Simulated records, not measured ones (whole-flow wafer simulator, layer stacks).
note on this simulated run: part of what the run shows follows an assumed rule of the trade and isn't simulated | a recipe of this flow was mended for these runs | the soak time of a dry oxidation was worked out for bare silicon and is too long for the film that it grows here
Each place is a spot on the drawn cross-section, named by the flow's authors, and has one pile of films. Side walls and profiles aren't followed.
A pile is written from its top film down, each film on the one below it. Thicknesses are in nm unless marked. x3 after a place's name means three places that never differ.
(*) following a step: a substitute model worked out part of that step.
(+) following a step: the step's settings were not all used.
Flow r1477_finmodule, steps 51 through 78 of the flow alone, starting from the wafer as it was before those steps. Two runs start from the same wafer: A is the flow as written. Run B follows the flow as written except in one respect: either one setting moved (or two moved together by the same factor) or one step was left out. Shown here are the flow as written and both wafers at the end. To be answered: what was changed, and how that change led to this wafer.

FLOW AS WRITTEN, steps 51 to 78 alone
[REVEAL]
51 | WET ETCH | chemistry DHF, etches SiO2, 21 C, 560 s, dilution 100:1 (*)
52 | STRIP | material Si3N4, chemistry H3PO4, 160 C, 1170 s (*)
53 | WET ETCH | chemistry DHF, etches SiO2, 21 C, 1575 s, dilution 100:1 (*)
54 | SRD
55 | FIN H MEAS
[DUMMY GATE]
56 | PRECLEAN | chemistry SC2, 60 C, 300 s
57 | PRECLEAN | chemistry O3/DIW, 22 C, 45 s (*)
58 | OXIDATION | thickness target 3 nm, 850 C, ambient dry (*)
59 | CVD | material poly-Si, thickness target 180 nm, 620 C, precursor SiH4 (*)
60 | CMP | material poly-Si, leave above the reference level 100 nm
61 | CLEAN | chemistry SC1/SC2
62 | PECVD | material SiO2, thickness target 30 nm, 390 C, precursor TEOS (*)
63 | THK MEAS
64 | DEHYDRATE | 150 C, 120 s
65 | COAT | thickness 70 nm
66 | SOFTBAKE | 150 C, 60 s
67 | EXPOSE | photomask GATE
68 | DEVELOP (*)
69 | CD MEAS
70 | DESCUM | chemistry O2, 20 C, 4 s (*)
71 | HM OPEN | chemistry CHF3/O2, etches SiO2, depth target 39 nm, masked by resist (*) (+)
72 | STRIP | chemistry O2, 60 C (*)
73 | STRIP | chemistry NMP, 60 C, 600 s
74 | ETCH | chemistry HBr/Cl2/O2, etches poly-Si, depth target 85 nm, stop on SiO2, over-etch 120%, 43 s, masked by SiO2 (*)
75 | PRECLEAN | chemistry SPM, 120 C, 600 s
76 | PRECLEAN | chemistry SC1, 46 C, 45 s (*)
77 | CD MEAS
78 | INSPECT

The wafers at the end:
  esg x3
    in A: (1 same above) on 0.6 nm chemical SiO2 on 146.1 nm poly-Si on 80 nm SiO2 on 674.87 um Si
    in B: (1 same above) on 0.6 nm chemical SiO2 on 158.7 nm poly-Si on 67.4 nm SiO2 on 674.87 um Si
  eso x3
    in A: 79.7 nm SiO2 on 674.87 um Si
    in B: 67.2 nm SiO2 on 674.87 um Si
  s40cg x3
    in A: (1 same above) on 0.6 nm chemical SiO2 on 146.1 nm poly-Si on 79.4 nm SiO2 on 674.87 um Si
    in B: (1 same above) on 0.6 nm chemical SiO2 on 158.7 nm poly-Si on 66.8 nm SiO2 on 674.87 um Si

What caused this: step 51, WET ETCH: 812 s was run, while the flow as written has 560 s.

How this came from the change, step by step:
  51 | WET ETCH | chemistry DHF, etches SiO2, 21 C, 560 s, dilution 100:1 (*)
      esg x3, e200sg, s40cg x3, s40sg x3, eso x3, e200so, s40co x3, s40so x3: A -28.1 SiO2 | B -40.8 SiO2
      elg x4, elo x4: A -22.3 SiO2 (all of it), -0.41 Si3N4 | B -22.3 SiO2 (all of it), -1.09 Si3N4
      (and at 8 other places as well)
  52 | STRIP | material Si3N4, chemistry H3PO4, 160 C, 1170 s (*)
      elg x4, elo x4: A -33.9 Si3N4 (all of it), -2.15 SiO2 | B -33.2 Si3N4 (all of it), -2.17 SiO2
  59 | CVD | material poly-Si, thickness target 180 nm, 620 C, precursor SiH4 (*)
      esg x3, s40cg x3, s40sg x3, eso x3, s40co x3, s40so x3: A +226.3 poly-Si (new film) | B +238.9 poly-Si (new film)
      e200sg, e200so: A +219.2 poly-Si (new film) | B +238.9 poly-Si (new film)
  60 | CMP | material poly-Si, leave above the reference level 100 nm
      pad, padg: A -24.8 poly-Si | B -11.1 poly-Si
      e200sg, e200so: A -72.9 poly-Si | B -80 poly-Si
  74 | ETCH | chemistry HBr/Cl2/O2, etches poly-Si, depth target 85 nm, stop on SiO2, over-etch 120%, 43 s, masked by SiO2 (*)
      eso x3, e200so, s40co x3, s40so x3: A -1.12 chemical SiO2 (all of it), -143.9 poly-Si (all of it), -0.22 SiO2 | B -1.12 chemical SiO2 (all of it), -156.5 poly-Si (all of it), -0.15 SiO2
      pad: A -1.12 chemical SiO2 (all of it), -152.8 poly-Si (all of it), -0.17 SiO2 | B -1.12 chemical SiO2 (all of it), -166.5 poly-Si (all of it), -0.1 SiO2
